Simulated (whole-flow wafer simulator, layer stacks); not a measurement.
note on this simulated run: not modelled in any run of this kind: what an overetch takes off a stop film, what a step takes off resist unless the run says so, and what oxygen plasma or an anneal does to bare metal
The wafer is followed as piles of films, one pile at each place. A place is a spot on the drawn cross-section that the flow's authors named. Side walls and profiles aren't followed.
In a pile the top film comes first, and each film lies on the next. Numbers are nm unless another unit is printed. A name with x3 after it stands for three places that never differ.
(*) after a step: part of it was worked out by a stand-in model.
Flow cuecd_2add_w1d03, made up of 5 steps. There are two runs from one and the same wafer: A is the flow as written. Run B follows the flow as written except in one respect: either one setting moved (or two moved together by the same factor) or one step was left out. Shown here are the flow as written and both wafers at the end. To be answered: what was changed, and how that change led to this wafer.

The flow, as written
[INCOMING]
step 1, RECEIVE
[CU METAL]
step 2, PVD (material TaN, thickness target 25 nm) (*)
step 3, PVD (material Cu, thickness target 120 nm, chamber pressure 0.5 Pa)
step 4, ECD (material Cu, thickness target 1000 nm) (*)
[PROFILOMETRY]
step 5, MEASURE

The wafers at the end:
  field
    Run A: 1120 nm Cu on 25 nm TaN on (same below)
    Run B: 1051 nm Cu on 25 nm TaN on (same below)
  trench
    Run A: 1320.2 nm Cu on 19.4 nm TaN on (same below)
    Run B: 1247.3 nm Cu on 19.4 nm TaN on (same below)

Cause: step 3, PVD: thickness target 51 nm was run, while the flow as written has thickness target 120 nm.

The path from the change to this, step by step:
  step 3, PVD (material Cu, thickness target 120 nm, chamber pressure 0.5 Pa)
      field: A +120 Cu (new film) | B +51 Cu (new film)
      trench: A +93.4 Cu (new film) | B +39.8 Cu (new film)
